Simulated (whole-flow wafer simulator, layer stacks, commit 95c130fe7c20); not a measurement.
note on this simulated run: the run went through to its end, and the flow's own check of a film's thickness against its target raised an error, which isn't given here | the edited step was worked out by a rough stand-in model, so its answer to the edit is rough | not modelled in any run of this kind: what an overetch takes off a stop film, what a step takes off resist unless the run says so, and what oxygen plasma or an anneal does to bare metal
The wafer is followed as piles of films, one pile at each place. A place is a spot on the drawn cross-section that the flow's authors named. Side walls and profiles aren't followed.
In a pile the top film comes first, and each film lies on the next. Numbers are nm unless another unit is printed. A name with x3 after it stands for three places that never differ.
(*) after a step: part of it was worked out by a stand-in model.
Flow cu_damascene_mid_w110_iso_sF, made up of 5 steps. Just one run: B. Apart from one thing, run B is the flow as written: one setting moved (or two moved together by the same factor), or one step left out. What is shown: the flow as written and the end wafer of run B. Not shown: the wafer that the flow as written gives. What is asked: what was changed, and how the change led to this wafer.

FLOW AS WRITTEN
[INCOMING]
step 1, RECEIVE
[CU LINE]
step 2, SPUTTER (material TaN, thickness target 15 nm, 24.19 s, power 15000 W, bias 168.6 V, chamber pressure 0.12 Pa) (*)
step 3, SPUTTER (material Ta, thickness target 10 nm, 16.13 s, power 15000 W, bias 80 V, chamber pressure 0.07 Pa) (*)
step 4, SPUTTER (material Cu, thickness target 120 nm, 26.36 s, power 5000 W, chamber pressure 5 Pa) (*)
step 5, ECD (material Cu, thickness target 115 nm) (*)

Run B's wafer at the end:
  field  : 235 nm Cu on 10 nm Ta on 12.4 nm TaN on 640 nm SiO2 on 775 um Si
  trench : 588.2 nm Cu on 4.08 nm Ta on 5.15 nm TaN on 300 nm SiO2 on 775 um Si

Cause: step 2, SPUTTER: thickness target 12.4 nm was run, though the flow has thickness target 15 nm; step 2, SPUTTER: 19.96 s was run, where the flow has 24.19 s.
One can read it off the wafer: field has TaN 12.4, and step 2 as written asks for 15 nm.

The path from the change to this, step by step:
  step 2, SPUTTER (material TaN, thickness target 15 nm, 24.19 s, power 15000 W, bias 168.6 V, chamber pressure 0.12 Pa) (*)
      field: +12.4 TaN (new film) (it would be, as written: +15 TaN (new film))
      trench: +5.15 TaN (new film) (it would be, as written: +6.23 TaN (new film))
